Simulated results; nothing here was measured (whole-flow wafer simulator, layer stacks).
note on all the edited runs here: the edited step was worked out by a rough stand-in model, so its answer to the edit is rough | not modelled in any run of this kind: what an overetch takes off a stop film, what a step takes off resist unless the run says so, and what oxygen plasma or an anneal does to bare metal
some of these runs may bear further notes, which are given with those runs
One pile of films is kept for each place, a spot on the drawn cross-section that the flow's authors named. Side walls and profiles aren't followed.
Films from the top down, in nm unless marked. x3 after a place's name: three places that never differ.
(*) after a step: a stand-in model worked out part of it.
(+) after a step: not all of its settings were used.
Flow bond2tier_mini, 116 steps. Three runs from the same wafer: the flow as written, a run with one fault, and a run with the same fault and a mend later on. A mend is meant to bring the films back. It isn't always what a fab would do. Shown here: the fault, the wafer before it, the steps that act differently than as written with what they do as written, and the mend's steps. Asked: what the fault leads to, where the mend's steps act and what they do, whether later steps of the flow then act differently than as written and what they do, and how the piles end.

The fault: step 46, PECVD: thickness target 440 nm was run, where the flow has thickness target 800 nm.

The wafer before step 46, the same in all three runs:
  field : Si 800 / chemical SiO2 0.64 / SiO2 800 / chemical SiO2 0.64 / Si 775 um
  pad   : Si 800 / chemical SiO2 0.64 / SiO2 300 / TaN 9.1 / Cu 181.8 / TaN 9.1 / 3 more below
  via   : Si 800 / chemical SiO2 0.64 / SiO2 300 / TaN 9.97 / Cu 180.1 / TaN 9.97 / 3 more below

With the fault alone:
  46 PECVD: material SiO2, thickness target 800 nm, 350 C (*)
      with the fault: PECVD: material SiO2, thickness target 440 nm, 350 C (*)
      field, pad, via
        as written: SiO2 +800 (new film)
        with the fault: SiO2 +440 (new film)
  Later steps of the flow that act differently than as written (3 more steps differ only slightly, by at most 2% or 0.5 nm, whichever is larger, and aren't shown):
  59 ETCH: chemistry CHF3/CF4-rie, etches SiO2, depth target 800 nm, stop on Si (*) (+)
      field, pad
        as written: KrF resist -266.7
        with the fault: KrF resist -201.5
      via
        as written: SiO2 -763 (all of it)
        with the fault: SiO2 -403 (all of it)
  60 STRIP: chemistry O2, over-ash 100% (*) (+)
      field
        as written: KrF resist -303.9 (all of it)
        with the fault: KrF resist -369.1 (all of it)
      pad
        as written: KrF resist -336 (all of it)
        with the fault: KrF resist -401.1 (all of it)
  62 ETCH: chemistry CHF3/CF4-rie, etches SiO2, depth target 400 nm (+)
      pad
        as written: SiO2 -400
        with the fault: SiO2 -395 (all of it), Si -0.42
  At the end the piles differ from the flow's by more than 2% or 0.5 nm, whichever is larger, at field, pad.
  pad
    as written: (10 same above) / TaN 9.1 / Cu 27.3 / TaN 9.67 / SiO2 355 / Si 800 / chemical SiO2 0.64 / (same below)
    with the fault: (10 same above) / TaN 9.1 / Cu 22.7 / TaN 9.71 / Si 799.6 / chemical SiO2 0.64 / (same below)
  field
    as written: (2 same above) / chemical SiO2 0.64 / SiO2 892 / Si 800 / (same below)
    with the fault: (2 same above) / chemical SiO2 0.64 / SiO2 532 / Si 800 / (same below)

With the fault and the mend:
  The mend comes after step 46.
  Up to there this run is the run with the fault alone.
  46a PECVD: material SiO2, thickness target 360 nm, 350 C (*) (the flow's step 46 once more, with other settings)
      field, pad, via
        SiO2 +360
  No later step of the flow acts differently than as written at any place that is followed.
  At the end the piles are the same as the flow's at every place that both follow.
